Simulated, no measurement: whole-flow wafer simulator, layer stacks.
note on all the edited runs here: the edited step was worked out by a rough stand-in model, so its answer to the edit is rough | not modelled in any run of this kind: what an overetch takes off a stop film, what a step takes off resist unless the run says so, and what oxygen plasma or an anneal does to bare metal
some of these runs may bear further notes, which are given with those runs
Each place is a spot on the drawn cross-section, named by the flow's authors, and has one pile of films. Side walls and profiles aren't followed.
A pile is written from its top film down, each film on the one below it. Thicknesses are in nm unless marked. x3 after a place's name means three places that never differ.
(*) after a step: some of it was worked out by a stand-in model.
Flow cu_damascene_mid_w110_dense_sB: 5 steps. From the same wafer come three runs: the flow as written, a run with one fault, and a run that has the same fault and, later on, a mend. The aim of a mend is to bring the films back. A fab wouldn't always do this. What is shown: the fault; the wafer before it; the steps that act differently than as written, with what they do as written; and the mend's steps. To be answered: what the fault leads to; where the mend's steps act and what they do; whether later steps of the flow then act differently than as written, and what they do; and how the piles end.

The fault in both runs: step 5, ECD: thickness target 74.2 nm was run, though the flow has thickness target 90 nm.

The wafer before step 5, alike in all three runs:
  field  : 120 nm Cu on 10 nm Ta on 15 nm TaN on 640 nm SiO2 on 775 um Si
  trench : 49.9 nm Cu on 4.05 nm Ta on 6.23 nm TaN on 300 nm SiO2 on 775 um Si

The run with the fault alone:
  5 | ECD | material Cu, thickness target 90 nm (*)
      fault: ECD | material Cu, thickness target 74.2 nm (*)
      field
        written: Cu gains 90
        fault: Cu gains 74.2
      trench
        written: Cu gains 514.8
        fault: Cu gains 499
  Every later step of the flow that is run acts as written at every place that is followed.
  The piles end different from the flow's at field, trench by more than 2% or 0.5 nm, whichever is larger.
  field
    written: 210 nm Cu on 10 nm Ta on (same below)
    fault: 194.2 nm Cu on 10 nm Ta on (same below)
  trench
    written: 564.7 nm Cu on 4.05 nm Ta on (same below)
    fault: 548.9 nm Cu on 4.05 nm Ta on (same below)

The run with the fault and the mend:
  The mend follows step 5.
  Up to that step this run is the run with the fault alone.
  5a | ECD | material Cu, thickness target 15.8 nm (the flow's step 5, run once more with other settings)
      field, trench
        Cu gains 15.8
  Every later step of the flow that is run acts as written at every place that is followed.
  The piles end the same as the flow's at every place that both follow.
